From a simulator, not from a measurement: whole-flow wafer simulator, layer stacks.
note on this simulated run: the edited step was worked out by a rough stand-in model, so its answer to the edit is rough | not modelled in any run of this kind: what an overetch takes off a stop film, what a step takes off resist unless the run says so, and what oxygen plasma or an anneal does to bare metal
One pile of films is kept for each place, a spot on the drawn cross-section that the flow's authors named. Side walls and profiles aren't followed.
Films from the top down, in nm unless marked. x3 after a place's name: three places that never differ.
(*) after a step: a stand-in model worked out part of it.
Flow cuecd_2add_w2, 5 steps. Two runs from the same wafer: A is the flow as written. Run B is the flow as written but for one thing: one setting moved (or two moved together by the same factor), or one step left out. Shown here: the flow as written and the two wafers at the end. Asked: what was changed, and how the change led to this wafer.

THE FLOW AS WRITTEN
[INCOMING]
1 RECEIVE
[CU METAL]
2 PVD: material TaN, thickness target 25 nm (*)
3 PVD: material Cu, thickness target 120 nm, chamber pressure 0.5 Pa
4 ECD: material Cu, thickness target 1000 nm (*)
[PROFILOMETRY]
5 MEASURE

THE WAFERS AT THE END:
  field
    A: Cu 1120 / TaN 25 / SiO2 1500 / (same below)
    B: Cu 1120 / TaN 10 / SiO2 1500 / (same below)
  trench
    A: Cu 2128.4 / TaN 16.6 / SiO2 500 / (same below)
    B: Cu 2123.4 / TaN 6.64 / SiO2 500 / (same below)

The cause: step 2, PVD: thickness target 10 nm was run, where the flow has thickness target 25 nm.
It can be read off the wafer: field has TaN 10, and step 2 as written asks for 25 nm.

How the change led to this, step by step:
  2 PVD: material TaN, thickness target 25 nm (*)
      field: A TaN +25 (new film) | B TaN +10 (new film)
      trench: A TaN +16.6 (new film) | B TaN +6.64 (new film)
